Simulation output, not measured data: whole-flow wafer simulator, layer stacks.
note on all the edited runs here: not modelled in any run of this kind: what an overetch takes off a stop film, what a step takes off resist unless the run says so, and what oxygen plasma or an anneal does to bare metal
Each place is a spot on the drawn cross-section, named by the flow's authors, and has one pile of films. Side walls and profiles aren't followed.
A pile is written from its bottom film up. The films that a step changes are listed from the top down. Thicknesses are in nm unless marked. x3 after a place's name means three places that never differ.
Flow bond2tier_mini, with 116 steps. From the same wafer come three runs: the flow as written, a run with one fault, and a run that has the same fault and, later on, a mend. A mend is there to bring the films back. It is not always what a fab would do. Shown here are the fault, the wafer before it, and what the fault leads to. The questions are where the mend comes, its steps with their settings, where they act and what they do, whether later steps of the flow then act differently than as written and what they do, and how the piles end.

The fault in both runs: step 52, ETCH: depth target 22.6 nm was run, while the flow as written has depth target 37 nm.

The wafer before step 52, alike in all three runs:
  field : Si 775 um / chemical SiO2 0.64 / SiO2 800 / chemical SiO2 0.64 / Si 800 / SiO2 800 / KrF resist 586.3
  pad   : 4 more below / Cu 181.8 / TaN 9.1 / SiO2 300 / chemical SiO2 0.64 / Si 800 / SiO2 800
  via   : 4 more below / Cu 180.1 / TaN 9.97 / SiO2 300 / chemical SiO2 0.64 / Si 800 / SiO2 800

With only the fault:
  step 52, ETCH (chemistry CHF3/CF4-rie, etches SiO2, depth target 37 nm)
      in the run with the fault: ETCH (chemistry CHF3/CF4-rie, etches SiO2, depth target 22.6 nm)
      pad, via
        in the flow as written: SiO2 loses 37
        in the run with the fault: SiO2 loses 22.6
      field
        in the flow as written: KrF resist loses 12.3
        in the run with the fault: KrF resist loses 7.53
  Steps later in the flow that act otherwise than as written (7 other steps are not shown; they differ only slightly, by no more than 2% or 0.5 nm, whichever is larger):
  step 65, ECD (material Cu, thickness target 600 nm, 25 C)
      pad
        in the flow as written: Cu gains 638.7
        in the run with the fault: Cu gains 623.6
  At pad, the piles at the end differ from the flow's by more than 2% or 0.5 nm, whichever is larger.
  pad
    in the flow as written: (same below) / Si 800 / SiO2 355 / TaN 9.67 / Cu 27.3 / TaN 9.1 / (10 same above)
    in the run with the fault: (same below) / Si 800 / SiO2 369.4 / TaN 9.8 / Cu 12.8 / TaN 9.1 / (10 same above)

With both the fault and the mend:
  The mend follows step 52.
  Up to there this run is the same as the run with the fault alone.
  step 52a, ETCH (chemistry CHF3/CF4-rie, etches SiO2, depth target 14.4 nm) (the flow's step 52, run once more with other settings)
      pad, via
        SiO2 loses 14.4
      field
        KrF resist loses 4.8
  None of the later steps of the flow acts differently than as written at any place that is followed.
  The piles end the same as the flow's at every place that both follow.
